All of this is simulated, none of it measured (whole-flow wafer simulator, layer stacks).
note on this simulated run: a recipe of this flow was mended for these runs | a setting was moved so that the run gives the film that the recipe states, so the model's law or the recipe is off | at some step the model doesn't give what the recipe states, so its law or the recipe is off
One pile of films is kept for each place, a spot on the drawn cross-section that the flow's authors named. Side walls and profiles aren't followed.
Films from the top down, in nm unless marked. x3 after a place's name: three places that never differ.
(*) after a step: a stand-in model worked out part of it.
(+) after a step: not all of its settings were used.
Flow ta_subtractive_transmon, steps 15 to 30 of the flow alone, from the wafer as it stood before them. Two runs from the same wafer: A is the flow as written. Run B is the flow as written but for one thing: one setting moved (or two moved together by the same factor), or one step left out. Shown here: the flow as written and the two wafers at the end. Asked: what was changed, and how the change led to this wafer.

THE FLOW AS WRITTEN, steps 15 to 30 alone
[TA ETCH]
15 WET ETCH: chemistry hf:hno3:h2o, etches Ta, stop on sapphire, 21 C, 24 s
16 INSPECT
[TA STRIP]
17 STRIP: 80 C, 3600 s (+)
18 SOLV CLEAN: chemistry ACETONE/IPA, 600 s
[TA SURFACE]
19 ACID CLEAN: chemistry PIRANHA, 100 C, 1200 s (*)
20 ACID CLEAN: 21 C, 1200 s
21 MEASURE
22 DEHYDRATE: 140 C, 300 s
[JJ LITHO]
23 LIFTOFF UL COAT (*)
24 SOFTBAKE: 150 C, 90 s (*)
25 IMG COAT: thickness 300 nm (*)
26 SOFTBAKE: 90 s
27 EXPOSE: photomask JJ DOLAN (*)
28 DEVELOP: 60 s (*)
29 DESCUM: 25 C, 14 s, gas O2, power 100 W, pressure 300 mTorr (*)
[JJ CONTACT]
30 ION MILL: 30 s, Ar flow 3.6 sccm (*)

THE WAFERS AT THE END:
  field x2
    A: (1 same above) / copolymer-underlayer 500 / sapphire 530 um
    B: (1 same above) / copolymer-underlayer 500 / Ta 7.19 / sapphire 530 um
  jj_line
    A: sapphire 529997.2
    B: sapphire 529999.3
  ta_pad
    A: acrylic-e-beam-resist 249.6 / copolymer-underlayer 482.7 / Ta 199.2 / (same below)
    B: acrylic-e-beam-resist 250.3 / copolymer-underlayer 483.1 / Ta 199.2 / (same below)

The cause: step 15, WET ETCH: 19.2 s was run, where the flow has 24 s.

How the change led to this, step by step:
  15 WET ETCH: chemistry hf:hno3:h2o, etches Ta, stop on sapphire, 21 C, 24 s
      field x2, jj_line, lead: A Ta -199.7 (all of it) | B Ta -192
  30 ION MILL: 30 s, Ar flow 3.6 sccm (*)
      jj_line, lead: A sapphire -2.8 | B Ta -7.19 (all of it), sapphire -0.67
Counting metal films that touch as one body, field x2 has 1 body; the flow as written gives 0 bodies.
